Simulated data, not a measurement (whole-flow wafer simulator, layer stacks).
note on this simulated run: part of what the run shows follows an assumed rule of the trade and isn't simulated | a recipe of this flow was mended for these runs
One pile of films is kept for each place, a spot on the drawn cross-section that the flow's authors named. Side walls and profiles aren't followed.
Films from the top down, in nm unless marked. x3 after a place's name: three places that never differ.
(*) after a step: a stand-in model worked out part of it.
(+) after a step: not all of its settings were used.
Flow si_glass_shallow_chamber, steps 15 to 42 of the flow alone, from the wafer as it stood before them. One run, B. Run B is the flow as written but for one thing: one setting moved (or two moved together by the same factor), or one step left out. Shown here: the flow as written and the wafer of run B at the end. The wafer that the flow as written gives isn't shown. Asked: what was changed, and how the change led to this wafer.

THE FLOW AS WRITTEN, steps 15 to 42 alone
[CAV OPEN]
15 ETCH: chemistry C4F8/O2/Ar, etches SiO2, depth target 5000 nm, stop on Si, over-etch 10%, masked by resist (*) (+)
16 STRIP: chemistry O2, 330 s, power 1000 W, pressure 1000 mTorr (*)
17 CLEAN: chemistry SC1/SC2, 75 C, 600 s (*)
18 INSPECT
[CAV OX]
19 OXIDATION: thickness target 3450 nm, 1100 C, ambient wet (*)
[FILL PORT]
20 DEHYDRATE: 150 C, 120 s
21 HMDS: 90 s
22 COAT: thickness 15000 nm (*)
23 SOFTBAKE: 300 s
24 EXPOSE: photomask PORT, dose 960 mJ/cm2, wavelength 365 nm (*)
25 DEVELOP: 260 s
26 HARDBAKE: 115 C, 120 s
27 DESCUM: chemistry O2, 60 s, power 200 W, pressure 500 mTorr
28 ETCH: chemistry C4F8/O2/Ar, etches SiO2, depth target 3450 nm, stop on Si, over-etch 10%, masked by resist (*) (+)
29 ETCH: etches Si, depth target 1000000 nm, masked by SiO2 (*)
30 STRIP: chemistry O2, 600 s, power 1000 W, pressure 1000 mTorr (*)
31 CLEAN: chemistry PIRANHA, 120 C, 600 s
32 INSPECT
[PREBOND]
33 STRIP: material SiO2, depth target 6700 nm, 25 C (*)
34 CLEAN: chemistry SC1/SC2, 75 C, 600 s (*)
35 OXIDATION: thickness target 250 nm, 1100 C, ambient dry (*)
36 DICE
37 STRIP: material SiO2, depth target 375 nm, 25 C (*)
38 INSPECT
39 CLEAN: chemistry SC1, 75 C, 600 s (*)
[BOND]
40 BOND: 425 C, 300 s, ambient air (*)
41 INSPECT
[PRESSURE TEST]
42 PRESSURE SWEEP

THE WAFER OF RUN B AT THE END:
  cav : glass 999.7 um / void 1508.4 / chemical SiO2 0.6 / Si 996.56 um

The cause: step 15, ETCH: depth target 8000 nm was run, where the flow has depth target 5000 nm.

How the change led to this, step by step:
  15 ETCH: chemistry C4F8/O2/Ar, etches SiO2, depth target 5000 nm, stop on Si, over-etch 10%, masked by resist (*) (+)
      cav, port: SiO2 -5000 (all of it), Si -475 (as written it would be: SiO2 -5000 (all of it), Si -62.5)
  22 COAT: thickness 15000 nm (*)
      rim: thick-i-line-resist +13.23 um (new film) (as written it would be: thick-i-line-resist +13.4 um (new film))
      ramp: thick-i-line-resist +12.67 um (new film) (as written it would be: thick-i-line-resist +12.89 um (new film))
      (and at 4 more places)
  23 SOFTBAKE: 300 s
      rim: thick-i-line-resist -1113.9 (as written it would be: thick-i-line-resist -997)
      ramp: thick-i-line-resist -549.4 (as written it would be: thick-i-line-resist -487.1)
      (and at 4 more places)
  25 DEVELOP: 260 s
      port: thick-i-line-resist -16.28 um (all of it) (as written it would be: thick-i-line-resist -16.16 um (all of it))
  26 HARDBAKE: 115 C, 120 s
      rim, ramp: thick-i-line-resist -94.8 (as written it would be: thick-i-line-resist -98.2)
  29 ETCH: etches Si, depth target 1000000 nm, masked by SiO2 (*)
      rim, ramp: thick-i-line-resist -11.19 um (all of it), SiO2 -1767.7 (as written it would be: thick-i-line-resist -11.47 um (all of it), SiO2 -1617.3)
      port: hole +996.64 um (new film), Si -996.64 um (all of it) (as written it would be: hole +997.05 um (new film), Si -997.05 um (all of it))
      (and at 2 more places)
  30 STRIP: chemistry O2, 600 s, power 1000 W, pressure 1000 mTorr (*)
      cav: thick-i-line-resist -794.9 (all of it) (as written it would be: thick-i-line-resist -669.6 (all of it))
  33 STRIP: material SiO2, depth target 6700 nm, 25 C (*)
      rim, ramp: SiO2 -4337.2 (all of it) (as written it would be: SiO2 -4487.5 (all of it))
  40 BOND: 425 C, 300 s, ambient air (*)
      cav: glass +999.7 um (new film), void +1508.4 (new film) (as written it would be: glass +999.7 um (new film), void +1095.9 (new film))
      port: glass +999.7 um (new film), hole +1429.8 (as written it would be: glass +999.7 um (new film), hole +1017.3)
